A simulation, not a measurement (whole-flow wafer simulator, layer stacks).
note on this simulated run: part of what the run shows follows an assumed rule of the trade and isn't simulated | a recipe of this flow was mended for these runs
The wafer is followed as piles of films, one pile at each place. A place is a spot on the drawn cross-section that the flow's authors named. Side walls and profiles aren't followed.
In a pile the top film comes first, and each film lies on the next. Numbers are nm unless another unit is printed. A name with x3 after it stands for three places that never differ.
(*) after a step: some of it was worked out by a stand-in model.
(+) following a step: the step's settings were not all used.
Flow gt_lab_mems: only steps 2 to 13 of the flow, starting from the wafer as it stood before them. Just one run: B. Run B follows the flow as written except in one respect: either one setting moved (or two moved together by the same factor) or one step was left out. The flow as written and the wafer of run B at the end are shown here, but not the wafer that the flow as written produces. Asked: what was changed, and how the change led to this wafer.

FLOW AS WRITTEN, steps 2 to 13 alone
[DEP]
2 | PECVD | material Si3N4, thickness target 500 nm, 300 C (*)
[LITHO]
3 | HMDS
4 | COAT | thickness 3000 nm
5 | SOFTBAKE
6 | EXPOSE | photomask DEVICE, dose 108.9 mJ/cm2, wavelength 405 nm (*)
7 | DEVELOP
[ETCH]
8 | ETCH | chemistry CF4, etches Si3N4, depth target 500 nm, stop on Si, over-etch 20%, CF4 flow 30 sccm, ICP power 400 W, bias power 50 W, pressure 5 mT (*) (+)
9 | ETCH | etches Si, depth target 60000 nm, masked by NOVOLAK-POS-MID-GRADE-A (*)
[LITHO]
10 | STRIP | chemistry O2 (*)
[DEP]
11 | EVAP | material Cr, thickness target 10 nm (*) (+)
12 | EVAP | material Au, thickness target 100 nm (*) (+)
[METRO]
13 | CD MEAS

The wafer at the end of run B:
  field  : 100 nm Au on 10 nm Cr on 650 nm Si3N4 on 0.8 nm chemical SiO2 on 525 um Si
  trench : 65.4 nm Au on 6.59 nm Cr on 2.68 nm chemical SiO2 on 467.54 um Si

The reason: step 2, PECVD: thickness target 650 nm was run, whereas the flow has thickness target 500 nm.
The wafer lets one read it off: field has Si3N4 650, and step 2 as written asks for 500 nm.

Step by step, how the change led to this:
  2 | PECVD | material Si3N4, thickness target 500 nm, 300 C (*)
      field, trench: Si3N4 gains 650 (new film) (as written it would have been: Si3N4 gains 500 (new film))
  8 | ETCH | chemistry CF4, etches Si3N4, depth target 500 nm, stop on Si, over-etch 20%, CF4 flow 30 sccm, ICP power 400 W, bias power 50 W, pressure 5 mT (*) (+)
      trench: Si3N4 loses 600 (as written it would have been: Si3N4 loses 500 (all of it), chemical SiO2 loses 0.8 (all of it), Si loses 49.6)
  9 | ETCH | etches Si, depth target 60000 nm, masked by NOVOLAK-POS-MID-GRADE-A (*)
      trench: Si3N4 loses 50 (all of it), chemical SiO2 loses 0.8 (all of it), Si loses 57.46 um (as written it would have been: Si loses 59.96 um)
